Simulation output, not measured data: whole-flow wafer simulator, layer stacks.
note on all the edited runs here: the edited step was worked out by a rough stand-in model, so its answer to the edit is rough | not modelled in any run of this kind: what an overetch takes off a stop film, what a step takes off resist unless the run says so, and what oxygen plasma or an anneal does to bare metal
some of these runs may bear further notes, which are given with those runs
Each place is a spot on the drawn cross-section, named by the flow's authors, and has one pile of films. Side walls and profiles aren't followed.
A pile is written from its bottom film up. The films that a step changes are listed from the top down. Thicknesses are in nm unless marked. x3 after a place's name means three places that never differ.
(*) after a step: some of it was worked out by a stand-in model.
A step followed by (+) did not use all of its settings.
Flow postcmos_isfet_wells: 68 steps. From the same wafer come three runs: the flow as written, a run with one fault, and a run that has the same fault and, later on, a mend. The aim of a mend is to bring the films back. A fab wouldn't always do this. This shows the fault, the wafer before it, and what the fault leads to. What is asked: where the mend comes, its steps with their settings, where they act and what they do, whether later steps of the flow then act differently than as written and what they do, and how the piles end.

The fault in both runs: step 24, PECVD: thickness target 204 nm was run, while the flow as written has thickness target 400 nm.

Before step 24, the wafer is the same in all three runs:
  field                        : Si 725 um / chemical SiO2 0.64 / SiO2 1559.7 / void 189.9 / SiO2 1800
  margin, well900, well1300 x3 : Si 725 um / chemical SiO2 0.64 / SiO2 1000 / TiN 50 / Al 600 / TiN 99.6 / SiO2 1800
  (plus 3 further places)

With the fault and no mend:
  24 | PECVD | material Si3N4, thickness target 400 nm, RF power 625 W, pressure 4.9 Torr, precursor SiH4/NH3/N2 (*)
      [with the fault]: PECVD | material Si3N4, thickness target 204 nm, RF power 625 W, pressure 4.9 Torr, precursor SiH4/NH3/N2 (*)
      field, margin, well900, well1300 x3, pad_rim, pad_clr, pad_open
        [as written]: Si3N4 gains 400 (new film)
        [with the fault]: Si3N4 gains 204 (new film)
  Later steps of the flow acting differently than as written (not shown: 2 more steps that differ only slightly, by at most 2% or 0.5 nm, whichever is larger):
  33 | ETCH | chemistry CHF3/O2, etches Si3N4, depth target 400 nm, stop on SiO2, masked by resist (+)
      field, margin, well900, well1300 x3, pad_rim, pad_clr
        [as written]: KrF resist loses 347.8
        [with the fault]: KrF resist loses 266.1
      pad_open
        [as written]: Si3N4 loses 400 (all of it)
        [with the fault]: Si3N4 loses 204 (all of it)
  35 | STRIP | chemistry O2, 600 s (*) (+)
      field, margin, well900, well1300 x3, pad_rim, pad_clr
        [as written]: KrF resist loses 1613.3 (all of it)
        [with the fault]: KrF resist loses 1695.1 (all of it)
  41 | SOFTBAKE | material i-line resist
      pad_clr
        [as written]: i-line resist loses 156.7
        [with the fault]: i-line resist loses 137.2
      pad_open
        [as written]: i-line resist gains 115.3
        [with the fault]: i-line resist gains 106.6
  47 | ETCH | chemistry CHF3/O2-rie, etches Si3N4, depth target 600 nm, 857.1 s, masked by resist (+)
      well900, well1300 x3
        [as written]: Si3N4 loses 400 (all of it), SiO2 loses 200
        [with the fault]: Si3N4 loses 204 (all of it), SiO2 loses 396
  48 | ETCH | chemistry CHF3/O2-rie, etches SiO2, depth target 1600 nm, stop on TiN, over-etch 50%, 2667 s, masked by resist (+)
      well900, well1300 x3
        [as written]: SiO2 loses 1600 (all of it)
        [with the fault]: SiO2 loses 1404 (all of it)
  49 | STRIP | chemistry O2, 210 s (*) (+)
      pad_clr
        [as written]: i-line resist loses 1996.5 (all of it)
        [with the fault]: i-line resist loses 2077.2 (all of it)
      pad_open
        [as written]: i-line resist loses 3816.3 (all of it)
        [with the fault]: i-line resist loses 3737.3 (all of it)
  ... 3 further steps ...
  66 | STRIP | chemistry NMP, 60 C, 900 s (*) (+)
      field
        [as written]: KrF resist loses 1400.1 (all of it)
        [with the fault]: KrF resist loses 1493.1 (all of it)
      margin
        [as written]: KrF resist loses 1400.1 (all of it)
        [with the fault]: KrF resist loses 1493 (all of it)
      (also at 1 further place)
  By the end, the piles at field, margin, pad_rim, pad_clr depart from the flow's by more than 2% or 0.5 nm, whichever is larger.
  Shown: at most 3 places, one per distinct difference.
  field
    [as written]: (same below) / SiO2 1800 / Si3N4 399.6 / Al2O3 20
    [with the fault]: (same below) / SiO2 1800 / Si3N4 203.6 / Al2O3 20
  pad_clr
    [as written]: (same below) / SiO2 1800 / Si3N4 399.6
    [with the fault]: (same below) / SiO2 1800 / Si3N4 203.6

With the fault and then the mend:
  The mend follows step 32.
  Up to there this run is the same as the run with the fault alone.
  32a | STRIP | chemistry O2, 600 s (*) (+)
      field, margin, well900, well1300 x3, pad_rim, pad_clr
        KrF resist loses 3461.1 (all of it)
  32b | PECVD | material Si3N4, thickness target 196 nm, RF power 625 W, pressure 4.9 Torr, precursor SiH4/NH3/N2 (*) (a further turn of the flow's step 24, with different settings)
      field, margin, well900, well1300 x3, pad_rim, pad_clr, pad_open
        Si3N4 gains 196
  32c | HMDS | 30 s (a further turn of the flow's step 26)
      does not change any film at any place that is followed
  32d | COAT | KrF resist, thickness 3500 nm (a further turn of the flow's step 27)
      field, margin, well900, well1300 x3, pad_rim, pad_clr, pad_open
        KrF resist gains 3500 (new film)
  32e | SOFTBAKE | material KrF resist (a further turn of the flow's step 28)
      does not change any film at any place that is followed
  32f | EBR (a further turn of the flow's step 29)
      does not change any film at any place that is followed
  32g | EXPOSE | photomask PAD, dose 67.86 mJ/cm2, NA 0.55, wavelength 248 nm (*) (a further turn of the flow's step 30)
      does not change any film at any place that is followed
  32h | PEB (a further turn of the flow's step 31)
      field, margin, well900, well1300 x3, pad_rim, pad_clr, pad_open
        KrF resist loses 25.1
  32i | DEVELOP | thickness 3500 nm, 60 s (a further turn of the flow's step 32)
      field, margin, well900, well1300 x3, pad_rim, pad_clr
        KrF resist loses 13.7
      pad_open
        KrF resist loses 3474.9 (all of it)
  Every later step of the flow that is run acts as written at every place that is followed.
  At every place that both follow, the piles at the end match the flow's.
